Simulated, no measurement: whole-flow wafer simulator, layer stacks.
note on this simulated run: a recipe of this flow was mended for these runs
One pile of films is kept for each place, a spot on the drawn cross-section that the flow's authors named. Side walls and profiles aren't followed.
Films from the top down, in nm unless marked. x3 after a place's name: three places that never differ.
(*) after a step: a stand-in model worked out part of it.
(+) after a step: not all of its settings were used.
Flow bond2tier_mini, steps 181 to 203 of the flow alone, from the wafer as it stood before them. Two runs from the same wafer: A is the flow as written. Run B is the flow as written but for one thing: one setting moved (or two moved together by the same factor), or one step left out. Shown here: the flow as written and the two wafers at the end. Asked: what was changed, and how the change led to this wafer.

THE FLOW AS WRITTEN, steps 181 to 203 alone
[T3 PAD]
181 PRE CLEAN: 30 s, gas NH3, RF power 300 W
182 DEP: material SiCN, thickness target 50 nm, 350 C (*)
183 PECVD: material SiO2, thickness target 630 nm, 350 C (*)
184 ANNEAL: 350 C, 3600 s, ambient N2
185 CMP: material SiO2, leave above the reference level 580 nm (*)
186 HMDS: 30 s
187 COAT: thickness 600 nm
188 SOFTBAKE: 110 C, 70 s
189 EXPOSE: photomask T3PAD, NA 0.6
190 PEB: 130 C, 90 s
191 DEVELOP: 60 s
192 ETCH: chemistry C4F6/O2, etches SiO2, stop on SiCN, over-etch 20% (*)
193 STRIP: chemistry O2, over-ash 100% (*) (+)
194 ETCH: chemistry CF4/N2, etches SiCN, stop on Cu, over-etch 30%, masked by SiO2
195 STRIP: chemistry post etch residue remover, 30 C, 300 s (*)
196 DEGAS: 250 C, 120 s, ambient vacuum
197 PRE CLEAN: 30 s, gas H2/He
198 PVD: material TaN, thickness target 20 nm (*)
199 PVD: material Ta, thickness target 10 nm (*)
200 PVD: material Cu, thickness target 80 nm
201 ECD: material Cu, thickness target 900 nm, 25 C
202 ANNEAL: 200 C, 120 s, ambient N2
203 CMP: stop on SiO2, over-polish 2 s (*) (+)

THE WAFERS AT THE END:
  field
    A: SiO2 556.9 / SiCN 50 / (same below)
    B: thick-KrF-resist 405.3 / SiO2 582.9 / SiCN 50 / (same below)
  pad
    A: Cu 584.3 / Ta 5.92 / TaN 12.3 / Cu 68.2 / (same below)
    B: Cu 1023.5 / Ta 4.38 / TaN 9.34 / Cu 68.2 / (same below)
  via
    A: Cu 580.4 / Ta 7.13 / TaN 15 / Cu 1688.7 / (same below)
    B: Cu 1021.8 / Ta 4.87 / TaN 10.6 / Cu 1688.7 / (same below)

The cause: step 193, STRIP: chemistry O2, over-ash 100% (*) (+), was left out.

How the change led to this, step by step:
  194 ETCH: chemistry CF4/N2, etches SiCN, stop on Cu, over-etch 30%, masked by SiO2
      field: A SiO2 -26 | B thick-KrF-resist -26
  198 PVD: material TaN, thickness target 20 nm (*)
      pad: A TaN +12.3 (new film) | B TaN +9.34 (new film)
      via: A TaN +15 (new film) | B TaN +10.6 (new film)
  199 PVD: material Ta, thickness target 10 nm (*)
      pad: A Ta +5.92 (new film) | B Ta +4.38 (new film)
      via: A Ta +7.13 (new film) | B Ta +4.87 (new film)
  200 PVD: material Cu, thickness target 80 nm
      pad: A Cu +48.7 (new film) | B Cu +36.8 (new film)
      via: A Cu +59.4 (new film) | B Cu +41.7 (new film)
  201 ECD: material Cu, thickness target 900 nm, 25 C
      pad: A Cu +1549 | B Cu +2025.3
      via: A Cu +1534.4 | B Cu +2018.7
  203 CMP: stop on SiO2, over-polish 2 s (*) (+)
      field: A Cu -980 (all of it), Ta -10 (all of it), TaN -20 (all of it) | B Cu -980 (all of it), Ta -10 (all of it), TaN -20 (all of it), thick-KrF-resist -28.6
      pad, via: A Cu -1013.3 | B Cu -1038.6
